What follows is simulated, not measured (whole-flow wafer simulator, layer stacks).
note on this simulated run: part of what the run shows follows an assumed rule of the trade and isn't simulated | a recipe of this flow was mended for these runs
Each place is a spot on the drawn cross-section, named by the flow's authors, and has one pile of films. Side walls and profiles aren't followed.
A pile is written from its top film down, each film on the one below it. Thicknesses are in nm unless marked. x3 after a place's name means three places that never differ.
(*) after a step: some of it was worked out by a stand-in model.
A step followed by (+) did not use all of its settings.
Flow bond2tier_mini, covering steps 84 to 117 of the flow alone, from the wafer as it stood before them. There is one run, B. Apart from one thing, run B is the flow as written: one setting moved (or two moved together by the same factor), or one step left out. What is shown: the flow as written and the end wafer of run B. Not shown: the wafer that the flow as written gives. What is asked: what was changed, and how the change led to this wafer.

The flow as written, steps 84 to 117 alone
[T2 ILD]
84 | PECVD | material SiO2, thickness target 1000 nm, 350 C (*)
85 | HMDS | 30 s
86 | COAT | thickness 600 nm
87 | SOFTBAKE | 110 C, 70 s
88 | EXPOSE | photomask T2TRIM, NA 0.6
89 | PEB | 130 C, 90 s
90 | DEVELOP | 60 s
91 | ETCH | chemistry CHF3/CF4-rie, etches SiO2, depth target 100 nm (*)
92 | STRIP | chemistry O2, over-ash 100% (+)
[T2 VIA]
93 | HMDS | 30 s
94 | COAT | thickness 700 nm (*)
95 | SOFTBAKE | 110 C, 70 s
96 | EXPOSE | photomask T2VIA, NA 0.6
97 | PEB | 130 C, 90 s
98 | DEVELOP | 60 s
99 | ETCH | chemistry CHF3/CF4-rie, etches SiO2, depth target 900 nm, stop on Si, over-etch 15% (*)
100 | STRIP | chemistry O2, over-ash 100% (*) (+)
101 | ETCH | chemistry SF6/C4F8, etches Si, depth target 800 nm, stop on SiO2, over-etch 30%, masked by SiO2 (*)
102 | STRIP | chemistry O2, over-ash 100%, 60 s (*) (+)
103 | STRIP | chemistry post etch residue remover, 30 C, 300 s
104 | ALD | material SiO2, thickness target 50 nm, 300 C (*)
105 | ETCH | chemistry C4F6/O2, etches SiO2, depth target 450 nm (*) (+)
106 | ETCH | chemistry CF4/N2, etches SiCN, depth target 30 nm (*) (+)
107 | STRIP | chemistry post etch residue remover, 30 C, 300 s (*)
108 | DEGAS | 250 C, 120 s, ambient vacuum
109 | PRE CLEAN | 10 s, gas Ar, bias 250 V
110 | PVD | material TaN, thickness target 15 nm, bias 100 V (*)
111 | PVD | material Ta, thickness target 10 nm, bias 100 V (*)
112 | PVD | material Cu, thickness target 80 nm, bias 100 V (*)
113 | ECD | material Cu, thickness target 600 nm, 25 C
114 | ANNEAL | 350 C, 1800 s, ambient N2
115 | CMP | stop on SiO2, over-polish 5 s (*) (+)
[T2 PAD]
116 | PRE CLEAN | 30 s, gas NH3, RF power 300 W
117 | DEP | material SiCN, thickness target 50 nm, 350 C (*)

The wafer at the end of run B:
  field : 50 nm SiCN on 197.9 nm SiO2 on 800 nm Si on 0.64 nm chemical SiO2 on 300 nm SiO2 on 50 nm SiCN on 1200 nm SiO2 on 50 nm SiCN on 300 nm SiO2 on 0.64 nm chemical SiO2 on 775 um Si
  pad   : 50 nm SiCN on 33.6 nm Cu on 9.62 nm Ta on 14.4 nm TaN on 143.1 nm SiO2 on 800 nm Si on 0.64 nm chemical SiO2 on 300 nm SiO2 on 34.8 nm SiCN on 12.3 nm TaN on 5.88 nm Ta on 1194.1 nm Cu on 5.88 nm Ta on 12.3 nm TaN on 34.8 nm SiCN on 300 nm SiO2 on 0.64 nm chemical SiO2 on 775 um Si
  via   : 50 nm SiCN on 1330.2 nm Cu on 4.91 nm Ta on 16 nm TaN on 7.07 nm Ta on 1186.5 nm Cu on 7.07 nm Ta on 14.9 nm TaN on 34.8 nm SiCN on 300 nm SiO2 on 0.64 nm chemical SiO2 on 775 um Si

What caused this: step 84, PECVD: thickness target 640 nm was run, whereas the flow has thickness target 1000 nm; step 91, ETCH: depth target 64 nm was run, where the flow has depth target 100 nm.

How this came from the change, step by step:
  84 | PECVD | material SiO2, thickness target 1000 nm, 350 C (*)
      field, pad, via: +640 SiO2 (new film) (as written it would have been: +1000 SiO2 (new film))
  91 | ETCH | chemistry CHF3/CF4-rie, etches SiO2, depth target 100 nm (*)
      pad, via: -64 SiO2 (as written it would have been: -100 SiO2)
      field: -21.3 thick-KrF-resist (as written it would have been: -33.3 thick-KrF-resist)
  92 | STRIP | chemistry O2, over-ash 100% (+)
      field: -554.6 thick-KrF-resist (all of it) (as written it would have been: -542.6 thick-KrF-resist (all of it))
  94 | COAT | thickness 700 nm (*)
      field: +672.1 thick-KrF-resist (new film) (as written it would have been: +656.8 thick-KrF-resist (new film))
      pad: +728.9 thick-KrF-resist (new film) (as written it would have been: +744.9 thick-KrF-resist (new film))
  99 | ETCH | chemistry CHF3/CF4-rie, etches SiO2, depth target 900 nm, stop on Si, over-etch 15% (*)
      field, pad: -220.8 thick-KrF-resist (as written it would have been: -345 thick-KrF-resist)
      via: -576 SiO2 (all of it), -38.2 Si (as written it would have been: -900 SiO2 (all of it), -11.2 Si)
  100 | STRIP | chemistry O2, over-ash 100% (*) (+)
      field: -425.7 thick-KrF-resist (all of it) (as written it would have been: -286.6 thick-KrF-resist (all of it))
      pad: -481.6 thick-KrF-resist (all of it) (as written it would have been: -372.9 thick-KrF-resist (all of it))
  101 | ETCH | chemistry SF6/C4F8, etches Si, depth target 800 nm, stop on SiO2, over-etch 30%, masked by SiO2 (*)
      via: -761.8 Si (all of it), -0.64 chemical SiO2 (all of it), -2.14 SiO2 (as written it would have been: -788.8 Si (all of it), -0.64 chemical SiO2 (all of it), -1.87 SiO2)
  110 | PVD | material TaN, thickness target 15 nm, bias 100 V (*)
      via: +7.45 TaN (as written it would have been: +6.94 TaN)
  112 | PVD | material Cu, thickness target 80 nm, bias 100 V (*)
      pad: +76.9 Cu (new film) (as written it would have been: +75.3 Cu (new film))
      via: +37.8 Cu (new film) (as written it would have been: +35 Cu (new film))
  113 | ECD | material Cu, thickness target 600 nm, 25 C
      pad: +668 Cu (as written it would have been: +706.1 Cu)
      via: +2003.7 Cu (as written it would have been: +2367 Cu)
